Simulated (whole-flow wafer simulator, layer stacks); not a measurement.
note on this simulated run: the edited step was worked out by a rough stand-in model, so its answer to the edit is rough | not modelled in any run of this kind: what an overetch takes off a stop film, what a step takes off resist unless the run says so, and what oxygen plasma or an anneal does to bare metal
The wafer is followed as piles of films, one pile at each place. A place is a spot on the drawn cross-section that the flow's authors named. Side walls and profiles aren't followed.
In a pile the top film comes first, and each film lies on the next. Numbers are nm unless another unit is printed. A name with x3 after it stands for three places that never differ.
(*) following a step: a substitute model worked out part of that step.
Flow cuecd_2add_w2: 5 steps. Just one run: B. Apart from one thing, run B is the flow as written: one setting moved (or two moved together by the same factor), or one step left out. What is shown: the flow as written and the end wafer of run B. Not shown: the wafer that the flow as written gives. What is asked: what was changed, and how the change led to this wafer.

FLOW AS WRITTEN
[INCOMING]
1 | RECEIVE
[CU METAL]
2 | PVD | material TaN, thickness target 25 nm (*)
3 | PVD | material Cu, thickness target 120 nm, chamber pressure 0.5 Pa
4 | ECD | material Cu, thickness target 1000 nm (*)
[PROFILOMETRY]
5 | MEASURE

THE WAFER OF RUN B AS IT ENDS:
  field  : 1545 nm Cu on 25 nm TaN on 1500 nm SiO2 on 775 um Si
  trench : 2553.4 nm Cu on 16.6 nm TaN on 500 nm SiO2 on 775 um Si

Cause: step 4, ECD: thickness target 1425 nm was run, though the flow has thickness target 1000 nm.

Step by step, how the change led to this:
  4 | ECD | material Cu, thickness target 1000 nm (*)
      field: Cu gains 1425 (it would be, as written: Cu gains 1000)
      trench: Cu gains 2472.6 (it would be, as written: Cu gains 2047.6)
